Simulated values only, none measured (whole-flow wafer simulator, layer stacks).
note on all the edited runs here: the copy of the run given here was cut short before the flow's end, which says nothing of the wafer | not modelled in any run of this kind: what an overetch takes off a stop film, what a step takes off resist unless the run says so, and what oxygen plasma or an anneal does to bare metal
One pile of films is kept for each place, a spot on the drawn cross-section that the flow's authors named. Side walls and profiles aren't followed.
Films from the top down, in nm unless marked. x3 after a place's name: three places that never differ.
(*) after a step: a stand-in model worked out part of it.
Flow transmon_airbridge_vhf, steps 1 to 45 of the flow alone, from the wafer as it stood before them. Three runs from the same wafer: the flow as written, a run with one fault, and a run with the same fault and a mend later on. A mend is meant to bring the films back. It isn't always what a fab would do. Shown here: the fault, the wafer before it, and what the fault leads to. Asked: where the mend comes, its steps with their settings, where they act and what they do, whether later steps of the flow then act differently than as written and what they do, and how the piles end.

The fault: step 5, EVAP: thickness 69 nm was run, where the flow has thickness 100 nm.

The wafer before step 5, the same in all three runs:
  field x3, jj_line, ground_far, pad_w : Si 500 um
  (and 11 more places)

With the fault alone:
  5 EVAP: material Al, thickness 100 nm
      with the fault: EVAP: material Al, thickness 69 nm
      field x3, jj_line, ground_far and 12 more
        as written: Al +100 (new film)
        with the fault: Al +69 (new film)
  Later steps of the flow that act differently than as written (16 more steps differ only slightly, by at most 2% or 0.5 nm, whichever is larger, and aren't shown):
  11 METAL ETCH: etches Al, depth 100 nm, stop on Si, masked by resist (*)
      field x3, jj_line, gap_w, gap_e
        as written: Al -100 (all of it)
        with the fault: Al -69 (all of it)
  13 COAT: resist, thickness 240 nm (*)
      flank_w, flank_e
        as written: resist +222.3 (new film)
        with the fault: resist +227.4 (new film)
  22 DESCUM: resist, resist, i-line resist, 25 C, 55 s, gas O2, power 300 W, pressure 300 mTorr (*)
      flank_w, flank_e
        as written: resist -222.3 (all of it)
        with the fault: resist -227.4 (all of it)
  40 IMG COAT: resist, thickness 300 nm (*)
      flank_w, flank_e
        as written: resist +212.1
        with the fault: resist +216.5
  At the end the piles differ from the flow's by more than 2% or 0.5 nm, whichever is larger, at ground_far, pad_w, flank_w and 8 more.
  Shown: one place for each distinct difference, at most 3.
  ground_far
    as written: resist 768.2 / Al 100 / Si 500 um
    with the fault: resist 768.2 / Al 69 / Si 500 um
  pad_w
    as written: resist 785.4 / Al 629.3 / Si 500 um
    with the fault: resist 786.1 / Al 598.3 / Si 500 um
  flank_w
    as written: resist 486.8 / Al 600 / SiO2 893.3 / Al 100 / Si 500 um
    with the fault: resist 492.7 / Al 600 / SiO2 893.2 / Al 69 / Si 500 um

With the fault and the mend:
  The mend comes after step 5.
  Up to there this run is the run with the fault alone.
  5a EVAP: material Al, thickness 31 nm (the flow's step 5 once more, with other settings)
      field x3, jj_line, ground_far and 12 more
        Al +31
  No later step of the flow acts differently than as written at any place that is followed.
  At the end the piles are the same as the flow's at every place that both follow.
